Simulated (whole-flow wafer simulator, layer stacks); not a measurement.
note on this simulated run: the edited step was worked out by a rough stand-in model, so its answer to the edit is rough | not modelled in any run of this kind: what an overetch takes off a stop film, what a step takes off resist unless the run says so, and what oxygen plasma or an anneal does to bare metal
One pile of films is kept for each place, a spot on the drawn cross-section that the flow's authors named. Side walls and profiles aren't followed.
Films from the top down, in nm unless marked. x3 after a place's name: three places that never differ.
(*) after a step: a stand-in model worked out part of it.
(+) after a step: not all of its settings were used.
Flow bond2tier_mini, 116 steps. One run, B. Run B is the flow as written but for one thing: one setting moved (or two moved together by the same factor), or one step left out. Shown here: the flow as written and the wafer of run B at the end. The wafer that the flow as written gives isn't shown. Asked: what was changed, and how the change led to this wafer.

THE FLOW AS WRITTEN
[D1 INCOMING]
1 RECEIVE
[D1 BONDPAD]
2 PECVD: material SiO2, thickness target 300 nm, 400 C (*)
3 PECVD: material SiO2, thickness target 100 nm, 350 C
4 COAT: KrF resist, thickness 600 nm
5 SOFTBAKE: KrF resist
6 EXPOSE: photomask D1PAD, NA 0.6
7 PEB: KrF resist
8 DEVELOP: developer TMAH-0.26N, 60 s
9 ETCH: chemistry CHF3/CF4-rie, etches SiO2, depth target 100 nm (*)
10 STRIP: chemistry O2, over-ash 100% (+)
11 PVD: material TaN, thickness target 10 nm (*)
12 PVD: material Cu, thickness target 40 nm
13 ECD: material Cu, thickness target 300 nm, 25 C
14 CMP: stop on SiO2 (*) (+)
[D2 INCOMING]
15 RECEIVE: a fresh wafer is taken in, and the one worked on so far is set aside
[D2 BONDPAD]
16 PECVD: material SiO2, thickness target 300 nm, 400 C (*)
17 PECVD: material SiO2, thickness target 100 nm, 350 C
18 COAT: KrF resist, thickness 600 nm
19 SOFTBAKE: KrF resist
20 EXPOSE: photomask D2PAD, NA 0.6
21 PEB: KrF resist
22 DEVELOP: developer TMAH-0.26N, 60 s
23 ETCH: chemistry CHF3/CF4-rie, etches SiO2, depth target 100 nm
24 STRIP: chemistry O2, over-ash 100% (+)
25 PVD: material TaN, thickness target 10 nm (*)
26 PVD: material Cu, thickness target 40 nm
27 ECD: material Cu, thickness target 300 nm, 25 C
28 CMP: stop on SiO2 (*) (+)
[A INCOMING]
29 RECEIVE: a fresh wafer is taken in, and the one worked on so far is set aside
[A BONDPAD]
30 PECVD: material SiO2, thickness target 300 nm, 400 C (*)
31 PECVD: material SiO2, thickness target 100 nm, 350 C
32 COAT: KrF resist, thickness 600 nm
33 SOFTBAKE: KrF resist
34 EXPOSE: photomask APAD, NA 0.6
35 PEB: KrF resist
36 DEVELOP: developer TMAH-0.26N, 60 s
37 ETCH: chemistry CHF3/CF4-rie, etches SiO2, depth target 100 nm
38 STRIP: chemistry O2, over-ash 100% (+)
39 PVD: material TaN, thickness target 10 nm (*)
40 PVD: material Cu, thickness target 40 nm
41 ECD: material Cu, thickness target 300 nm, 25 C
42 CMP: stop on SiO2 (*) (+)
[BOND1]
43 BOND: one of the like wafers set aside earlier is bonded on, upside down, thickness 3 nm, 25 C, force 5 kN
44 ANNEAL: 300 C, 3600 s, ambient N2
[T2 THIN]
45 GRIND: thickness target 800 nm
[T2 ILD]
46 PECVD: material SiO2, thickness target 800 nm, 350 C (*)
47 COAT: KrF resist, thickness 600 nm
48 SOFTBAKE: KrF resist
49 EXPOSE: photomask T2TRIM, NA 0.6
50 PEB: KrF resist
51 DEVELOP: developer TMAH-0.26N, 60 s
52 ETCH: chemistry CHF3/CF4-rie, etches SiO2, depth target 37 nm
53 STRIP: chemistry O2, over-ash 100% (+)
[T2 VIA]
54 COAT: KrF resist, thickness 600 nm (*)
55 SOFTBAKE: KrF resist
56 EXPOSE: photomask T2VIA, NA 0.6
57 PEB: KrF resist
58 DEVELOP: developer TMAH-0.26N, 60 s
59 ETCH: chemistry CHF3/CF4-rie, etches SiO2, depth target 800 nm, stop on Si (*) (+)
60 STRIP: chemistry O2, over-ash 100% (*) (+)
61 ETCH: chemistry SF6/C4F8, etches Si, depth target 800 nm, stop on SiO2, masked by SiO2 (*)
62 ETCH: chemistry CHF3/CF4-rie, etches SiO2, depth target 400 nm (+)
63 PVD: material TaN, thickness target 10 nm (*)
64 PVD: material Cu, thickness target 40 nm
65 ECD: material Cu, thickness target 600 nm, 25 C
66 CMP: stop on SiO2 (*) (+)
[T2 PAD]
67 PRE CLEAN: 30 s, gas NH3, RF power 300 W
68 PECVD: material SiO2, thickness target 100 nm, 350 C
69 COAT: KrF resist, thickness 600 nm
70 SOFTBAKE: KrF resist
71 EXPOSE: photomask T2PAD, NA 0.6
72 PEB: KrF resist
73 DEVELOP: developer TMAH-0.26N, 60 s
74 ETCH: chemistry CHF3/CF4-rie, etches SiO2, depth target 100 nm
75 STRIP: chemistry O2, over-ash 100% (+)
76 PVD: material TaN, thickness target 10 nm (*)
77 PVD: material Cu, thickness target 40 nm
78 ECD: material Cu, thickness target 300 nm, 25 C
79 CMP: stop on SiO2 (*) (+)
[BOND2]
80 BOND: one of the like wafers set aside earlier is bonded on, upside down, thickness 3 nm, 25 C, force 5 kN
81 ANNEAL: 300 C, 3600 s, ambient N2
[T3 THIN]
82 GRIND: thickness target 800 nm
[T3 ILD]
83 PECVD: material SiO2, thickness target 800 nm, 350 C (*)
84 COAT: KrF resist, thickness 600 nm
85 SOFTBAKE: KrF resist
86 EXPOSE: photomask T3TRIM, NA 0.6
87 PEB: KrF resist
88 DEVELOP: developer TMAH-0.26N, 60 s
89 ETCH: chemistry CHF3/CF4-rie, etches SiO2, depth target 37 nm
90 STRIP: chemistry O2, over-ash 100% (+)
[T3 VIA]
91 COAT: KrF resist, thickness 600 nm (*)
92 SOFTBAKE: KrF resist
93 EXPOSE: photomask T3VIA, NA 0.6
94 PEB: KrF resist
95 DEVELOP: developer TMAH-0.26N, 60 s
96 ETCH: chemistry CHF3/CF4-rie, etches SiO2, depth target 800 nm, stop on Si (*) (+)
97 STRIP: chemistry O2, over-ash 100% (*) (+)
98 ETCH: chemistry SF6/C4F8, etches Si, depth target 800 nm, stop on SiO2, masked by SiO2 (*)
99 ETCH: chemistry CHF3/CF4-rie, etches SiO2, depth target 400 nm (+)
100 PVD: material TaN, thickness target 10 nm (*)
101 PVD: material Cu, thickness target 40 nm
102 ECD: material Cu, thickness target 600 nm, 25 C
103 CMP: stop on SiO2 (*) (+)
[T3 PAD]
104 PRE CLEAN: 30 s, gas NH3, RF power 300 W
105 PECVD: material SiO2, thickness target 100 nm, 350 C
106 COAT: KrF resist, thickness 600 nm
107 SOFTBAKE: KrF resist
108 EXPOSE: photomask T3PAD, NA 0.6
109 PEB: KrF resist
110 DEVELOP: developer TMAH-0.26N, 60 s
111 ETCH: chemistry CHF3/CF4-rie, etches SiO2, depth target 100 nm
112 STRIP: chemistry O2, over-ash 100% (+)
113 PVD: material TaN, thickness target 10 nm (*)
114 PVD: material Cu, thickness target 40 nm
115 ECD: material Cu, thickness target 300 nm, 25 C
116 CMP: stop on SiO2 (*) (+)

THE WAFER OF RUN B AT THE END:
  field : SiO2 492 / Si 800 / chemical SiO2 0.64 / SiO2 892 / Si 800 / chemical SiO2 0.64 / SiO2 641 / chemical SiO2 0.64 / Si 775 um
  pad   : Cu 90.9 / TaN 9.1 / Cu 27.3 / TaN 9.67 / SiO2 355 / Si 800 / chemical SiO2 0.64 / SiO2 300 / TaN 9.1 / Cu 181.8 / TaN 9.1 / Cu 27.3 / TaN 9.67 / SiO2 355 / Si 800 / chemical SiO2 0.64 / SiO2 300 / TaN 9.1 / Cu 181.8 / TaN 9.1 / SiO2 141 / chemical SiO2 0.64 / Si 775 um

The cause: step 30, PECVD: thickness target 141 nm was run, where the flow has thickness target 300 nm.
It can be read off the wafer: pad has SiO2 141, and step 30 as written asks for 300 nm.

How the change led to this, step by step:
  30 PECVD: material SiO2, thickness target 300 nm, 400 C (*)
      field, pad, via: SiO2 +141 (new film) (as written it would be: SiO2 +300 (new film))
